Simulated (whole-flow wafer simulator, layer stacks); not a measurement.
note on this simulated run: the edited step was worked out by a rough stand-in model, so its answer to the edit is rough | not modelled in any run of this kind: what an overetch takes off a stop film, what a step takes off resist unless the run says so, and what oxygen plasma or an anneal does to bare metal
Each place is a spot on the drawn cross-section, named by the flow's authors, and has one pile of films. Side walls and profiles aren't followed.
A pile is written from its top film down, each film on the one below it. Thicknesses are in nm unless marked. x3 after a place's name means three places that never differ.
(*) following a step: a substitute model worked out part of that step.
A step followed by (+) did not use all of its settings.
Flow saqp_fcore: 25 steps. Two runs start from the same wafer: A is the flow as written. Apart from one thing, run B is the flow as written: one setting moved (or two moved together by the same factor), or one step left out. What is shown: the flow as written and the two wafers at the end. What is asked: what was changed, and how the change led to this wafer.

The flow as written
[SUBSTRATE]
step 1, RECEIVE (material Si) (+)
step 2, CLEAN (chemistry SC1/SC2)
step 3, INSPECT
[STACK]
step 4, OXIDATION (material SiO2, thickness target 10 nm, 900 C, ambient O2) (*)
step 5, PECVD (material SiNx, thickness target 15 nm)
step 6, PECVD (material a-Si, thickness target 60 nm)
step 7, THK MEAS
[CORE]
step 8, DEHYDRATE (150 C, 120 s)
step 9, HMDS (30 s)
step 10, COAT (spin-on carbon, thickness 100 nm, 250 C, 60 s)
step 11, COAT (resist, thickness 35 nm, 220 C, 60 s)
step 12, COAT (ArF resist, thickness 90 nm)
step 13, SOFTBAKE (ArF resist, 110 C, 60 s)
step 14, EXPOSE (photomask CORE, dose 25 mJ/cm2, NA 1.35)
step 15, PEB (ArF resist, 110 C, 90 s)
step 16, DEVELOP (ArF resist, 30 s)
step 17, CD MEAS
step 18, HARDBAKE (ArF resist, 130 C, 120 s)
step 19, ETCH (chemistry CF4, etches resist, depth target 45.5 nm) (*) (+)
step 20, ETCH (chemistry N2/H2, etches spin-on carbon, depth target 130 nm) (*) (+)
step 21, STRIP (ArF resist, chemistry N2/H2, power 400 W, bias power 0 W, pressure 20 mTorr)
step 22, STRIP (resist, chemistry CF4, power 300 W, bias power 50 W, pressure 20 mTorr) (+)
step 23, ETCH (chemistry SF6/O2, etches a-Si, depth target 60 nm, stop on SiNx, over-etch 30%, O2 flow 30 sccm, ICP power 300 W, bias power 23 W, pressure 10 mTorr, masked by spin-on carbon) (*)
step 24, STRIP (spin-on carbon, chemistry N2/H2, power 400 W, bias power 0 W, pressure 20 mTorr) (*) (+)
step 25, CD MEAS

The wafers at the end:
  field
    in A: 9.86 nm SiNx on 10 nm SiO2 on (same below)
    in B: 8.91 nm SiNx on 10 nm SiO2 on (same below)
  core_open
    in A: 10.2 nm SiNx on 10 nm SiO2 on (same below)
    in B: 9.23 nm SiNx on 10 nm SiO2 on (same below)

Cause: step 23, ETCH: over-etch 42.7% was run, though the flow has over-etch 30%.

Step by step, how the change led to this:
  step 23, ETCH (chemistry SF6/O2, etches a-Si, depth target 60 nm, stop on SiNx, over-etch 30%, O2 flow 30 sccm, ICP power 300 W, bias power 23 W, pressure 10 mTorr, masked by spin-on carbon) (*)
      field: A a-Si loses 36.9 (all of it), SiNx loses 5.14 | B a-Si loses 36.9 (all of it), SiNx loses 6.09
      core_open: A a-Si loses 39.4 (all of it), SiNx loses 4.82 | B a-Si loses 39.4 (all of it), SiNx loses 5.77
      (also at 1 further place)
